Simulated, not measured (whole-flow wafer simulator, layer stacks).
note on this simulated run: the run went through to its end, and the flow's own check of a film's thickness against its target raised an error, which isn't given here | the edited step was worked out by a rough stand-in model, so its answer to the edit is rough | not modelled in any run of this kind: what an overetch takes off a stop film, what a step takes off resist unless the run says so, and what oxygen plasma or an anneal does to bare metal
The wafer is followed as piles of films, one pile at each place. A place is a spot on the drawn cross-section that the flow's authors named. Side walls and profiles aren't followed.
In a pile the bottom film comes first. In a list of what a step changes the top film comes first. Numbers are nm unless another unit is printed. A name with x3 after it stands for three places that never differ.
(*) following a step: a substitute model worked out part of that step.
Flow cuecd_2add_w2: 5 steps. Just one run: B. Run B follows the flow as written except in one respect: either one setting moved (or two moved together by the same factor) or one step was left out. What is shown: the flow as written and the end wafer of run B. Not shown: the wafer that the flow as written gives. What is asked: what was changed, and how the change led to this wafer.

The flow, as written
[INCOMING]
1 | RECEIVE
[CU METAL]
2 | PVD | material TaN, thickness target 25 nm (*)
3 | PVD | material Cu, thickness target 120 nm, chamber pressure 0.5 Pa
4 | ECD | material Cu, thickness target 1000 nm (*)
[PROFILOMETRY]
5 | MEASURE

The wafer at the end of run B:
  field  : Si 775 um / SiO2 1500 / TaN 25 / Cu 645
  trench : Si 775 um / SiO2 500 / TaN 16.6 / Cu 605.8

The reason: step 4, ECD: thickness target 525 nm was run, though the flow has thickness target 1000 nm.

How this came from the change, step by step:
  4 | ECD | material Cu, thickness target 1000 nm (*)
      field: Cu gains 525 (in the flow as written it would be: Cu gains 1000)
      trench: Cu gains 525 (in the flow as written it would be: Cu gains 2047.6)
